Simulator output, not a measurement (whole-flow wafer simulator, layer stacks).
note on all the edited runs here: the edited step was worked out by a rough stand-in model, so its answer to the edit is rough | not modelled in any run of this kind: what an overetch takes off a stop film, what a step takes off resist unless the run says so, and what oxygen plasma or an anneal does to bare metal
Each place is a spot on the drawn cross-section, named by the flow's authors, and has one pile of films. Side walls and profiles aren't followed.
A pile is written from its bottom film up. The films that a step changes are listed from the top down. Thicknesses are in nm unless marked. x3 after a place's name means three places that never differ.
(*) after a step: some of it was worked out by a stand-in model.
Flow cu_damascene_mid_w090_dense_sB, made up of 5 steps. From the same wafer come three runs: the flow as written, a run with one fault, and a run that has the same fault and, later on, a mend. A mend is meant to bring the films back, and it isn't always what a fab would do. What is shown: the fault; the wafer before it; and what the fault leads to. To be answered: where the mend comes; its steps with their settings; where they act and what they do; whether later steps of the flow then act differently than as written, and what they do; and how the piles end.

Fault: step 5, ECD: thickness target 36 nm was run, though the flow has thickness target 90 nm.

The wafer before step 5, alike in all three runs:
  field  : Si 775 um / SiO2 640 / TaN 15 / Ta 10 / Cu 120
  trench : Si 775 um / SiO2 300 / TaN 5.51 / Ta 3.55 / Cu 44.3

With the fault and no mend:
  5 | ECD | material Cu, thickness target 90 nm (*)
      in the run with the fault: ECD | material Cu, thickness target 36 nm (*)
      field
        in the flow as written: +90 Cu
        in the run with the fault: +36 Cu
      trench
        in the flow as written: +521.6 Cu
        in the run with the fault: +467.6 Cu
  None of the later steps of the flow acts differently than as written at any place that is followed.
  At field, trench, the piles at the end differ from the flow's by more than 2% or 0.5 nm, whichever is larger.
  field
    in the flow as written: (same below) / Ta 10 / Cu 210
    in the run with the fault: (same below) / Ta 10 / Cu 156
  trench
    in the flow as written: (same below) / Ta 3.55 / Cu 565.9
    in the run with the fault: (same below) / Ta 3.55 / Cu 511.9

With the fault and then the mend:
  After step 5 comes the mend.
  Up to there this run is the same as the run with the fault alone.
  5a | ECD | material Cu, thickness target 54 nm (the flow's step 5 again, with other settings)
      field, trench
        +54 Cu
  None of the later steps of the flow acts differently than as written at any place that is followed.
  The piles end the same as the flow's at every place that both follow.
